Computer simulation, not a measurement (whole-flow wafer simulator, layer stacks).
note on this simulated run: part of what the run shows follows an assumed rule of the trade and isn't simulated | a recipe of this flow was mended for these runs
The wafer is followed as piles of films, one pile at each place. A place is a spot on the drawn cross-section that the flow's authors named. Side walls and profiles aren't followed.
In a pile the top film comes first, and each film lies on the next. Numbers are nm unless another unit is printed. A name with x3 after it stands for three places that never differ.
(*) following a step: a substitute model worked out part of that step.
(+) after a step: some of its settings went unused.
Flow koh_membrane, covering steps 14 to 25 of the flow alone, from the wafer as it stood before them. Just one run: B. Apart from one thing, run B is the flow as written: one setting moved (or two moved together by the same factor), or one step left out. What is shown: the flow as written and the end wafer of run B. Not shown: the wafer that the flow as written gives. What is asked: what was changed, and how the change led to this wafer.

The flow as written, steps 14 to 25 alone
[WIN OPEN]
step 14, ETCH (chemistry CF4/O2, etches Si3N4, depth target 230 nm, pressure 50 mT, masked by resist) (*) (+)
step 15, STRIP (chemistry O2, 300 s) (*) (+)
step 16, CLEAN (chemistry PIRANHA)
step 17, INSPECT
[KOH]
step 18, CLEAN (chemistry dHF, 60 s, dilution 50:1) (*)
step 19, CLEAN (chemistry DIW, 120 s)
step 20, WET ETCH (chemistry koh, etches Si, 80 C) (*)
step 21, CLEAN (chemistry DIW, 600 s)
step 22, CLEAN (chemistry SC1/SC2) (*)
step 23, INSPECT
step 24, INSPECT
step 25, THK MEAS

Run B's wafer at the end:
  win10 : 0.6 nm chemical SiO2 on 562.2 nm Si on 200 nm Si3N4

Cause: step 14, ETCH: depth target 299 nm was run, whereas the flow has depth target 230 nm.

How this came from the change, step by step:
  step 14, ETCH (chemistry CF4/O2, etches Si3N4, depth target 230 nm, pressure 50 mT, masked by resist) (*) (+)
      win20 x4, win10: Si3N4 loses 200 (all of it), chemical SiO2 loses 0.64 (all of it), Si loses 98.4 (as written it would have been: Si3N4 loses 200 (all of it), chemical SiO2 loses 0.64 (all of it), Si loses 29.4)
      field: i-line-resist loses 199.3 (as written it would have been: i-line-resist loses 153.3)
  step 15, STRIP (chemistry O2, 300 s) (*) (+)
      field: i-line-resist loses 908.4 (all of it) (as written it would have been: i-line-resist loses 954.4 (all of it))
